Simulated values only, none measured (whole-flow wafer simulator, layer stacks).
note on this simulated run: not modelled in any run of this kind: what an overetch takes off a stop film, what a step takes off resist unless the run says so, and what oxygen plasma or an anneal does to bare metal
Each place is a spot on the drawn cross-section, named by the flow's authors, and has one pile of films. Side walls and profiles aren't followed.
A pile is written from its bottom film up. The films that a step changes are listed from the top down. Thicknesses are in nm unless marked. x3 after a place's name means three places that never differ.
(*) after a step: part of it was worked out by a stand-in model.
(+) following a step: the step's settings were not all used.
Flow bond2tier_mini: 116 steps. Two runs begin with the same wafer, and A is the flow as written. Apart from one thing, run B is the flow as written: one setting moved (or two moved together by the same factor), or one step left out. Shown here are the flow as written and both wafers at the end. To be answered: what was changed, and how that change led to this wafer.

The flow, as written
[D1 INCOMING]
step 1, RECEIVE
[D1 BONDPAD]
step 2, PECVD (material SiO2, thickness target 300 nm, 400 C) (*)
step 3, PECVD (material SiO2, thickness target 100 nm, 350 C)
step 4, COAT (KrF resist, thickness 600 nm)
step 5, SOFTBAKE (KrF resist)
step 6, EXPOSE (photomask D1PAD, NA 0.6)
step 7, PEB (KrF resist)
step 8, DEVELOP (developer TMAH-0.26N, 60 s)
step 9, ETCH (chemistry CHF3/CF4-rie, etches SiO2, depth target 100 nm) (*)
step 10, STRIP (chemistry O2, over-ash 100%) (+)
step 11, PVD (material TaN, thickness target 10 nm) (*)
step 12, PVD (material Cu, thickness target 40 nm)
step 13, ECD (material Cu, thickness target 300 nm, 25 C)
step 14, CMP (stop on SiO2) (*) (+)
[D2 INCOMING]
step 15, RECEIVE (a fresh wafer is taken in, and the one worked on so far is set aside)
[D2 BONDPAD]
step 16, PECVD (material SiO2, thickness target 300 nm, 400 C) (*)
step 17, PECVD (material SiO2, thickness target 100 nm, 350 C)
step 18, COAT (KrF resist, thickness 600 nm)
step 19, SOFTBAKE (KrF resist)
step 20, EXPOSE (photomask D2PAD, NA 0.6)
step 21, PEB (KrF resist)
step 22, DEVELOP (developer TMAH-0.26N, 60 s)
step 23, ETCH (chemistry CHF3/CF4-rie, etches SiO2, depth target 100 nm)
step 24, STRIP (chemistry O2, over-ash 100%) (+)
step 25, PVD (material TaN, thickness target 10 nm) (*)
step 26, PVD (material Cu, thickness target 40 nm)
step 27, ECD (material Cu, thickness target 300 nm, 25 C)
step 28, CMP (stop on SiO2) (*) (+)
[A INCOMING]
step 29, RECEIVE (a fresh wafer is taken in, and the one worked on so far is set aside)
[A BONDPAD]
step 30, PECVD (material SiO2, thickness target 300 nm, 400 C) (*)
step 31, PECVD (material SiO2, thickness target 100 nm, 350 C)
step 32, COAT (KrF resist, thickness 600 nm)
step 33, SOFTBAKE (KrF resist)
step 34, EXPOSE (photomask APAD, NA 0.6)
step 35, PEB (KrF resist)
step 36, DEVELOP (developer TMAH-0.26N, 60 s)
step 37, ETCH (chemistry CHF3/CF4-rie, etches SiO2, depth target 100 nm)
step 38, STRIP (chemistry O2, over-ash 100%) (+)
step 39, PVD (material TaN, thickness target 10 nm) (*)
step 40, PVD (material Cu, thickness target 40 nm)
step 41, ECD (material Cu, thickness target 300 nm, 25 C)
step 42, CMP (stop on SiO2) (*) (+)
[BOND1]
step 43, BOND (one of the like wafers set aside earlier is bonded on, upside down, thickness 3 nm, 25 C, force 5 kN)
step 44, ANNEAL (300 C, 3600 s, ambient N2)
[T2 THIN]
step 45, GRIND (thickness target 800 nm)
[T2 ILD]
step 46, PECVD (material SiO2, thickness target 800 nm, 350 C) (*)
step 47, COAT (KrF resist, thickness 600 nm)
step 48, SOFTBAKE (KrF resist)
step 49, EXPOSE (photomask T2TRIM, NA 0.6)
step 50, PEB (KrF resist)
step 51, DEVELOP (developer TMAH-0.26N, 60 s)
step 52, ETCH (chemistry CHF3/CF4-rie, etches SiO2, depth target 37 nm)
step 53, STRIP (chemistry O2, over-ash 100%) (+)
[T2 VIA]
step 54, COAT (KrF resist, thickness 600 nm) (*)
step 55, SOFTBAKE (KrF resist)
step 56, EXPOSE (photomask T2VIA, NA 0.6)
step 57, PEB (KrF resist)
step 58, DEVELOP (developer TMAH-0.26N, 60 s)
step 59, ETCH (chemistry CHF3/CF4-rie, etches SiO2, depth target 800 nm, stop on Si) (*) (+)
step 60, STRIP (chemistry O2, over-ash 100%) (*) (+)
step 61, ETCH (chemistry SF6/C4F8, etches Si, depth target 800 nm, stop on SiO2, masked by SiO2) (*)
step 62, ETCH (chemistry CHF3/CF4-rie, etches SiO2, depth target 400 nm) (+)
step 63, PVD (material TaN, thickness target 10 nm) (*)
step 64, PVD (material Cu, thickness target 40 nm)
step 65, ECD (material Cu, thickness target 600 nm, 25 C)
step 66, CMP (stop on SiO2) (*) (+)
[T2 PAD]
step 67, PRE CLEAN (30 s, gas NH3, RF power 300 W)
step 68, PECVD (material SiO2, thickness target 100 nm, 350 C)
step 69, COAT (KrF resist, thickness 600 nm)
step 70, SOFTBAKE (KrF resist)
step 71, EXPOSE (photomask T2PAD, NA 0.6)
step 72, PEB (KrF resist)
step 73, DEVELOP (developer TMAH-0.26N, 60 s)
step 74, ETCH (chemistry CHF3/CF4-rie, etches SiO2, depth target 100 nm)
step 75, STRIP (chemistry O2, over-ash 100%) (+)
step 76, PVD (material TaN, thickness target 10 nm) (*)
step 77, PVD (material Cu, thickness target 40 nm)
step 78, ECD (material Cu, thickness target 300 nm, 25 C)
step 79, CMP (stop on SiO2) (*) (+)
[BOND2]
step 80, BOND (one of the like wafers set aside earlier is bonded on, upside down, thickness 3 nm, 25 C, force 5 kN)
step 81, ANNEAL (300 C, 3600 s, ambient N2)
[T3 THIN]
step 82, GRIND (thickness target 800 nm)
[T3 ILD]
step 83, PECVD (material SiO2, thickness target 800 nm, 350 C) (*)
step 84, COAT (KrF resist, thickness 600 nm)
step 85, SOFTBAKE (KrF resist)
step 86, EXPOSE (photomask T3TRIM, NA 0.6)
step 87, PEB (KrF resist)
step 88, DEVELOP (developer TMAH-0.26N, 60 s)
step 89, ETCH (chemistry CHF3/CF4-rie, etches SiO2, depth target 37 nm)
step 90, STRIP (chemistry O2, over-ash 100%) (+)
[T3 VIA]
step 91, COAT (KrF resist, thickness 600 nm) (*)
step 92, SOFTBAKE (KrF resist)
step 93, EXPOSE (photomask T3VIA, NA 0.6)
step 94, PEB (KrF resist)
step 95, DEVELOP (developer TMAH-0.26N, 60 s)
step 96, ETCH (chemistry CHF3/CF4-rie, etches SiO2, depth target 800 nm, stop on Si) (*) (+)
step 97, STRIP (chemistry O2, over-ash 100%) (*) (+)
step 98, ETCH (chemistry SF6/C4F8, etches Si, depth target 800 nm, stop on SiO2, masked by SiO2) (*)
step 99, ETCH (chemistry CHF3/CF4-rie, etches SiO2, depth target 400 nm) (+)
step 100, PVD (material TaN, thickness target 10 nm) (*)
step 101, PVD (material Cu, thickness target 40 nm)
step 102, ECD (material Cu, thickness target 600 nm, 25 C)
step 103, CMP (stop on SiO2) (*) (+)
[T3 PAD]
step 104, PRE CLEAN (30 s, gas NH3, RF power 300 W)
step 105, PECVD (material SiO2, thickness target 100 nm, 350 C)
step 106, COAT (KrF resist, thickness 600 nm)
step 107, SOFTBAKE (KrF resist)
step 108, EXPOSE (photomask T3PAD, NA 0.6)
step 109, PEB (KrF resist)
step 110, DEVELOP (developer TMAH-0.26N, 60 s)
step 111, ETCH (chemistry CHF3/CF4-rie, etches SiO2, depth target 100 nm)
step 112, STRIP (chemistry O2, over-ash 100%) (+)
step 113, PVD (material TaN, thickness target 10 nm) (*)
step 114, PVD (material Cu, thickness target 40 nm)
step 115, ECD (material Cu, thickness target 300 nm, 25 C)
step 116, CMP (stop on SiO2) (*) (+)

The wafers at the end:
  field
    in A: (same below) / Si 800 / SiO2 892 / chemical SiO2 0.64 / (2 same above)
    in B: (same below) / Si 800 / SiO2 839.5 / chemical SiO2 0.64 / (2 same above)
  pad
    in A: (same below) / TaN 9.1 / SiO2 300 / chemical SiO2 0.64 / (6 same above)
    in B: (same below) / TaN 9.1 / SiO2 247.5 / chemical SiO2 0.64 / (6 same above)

Cause: step 17, PECVD: thickness target 47.5 nm was run, though the flow has thickness target 100 nm.

How this came from the change, step by step:
  step 17, PECVD (material SiO2, thickness target 100 nm, 350 C)
      field, pad, via: A +100 SiO2 | B +47.5 SiO2
  step 80, BOND (one of the like wafers set aside earlier is bonded on, upside down, thickness 3 nm, 25 C, force 5 kN)
      field: A +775 um Si (new film), +0.64 chemical SiO2 (new film), +400 SiO2 | B +775 um Si (new film), +0.64 chemical SiO2 (new film), +347.5 SiO2
      pad: A +775 um Si (new film), +0.64 chemical SiO2 (new film), +300 SiO2 (new film), +9.1 TaN (new film), +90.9 Cu | B +775 um Si (new film), +0.64 chemical SiO2 (new film), +247.5 SiO2 (new film), +9.1 TaN (new film), +90.9 Cu
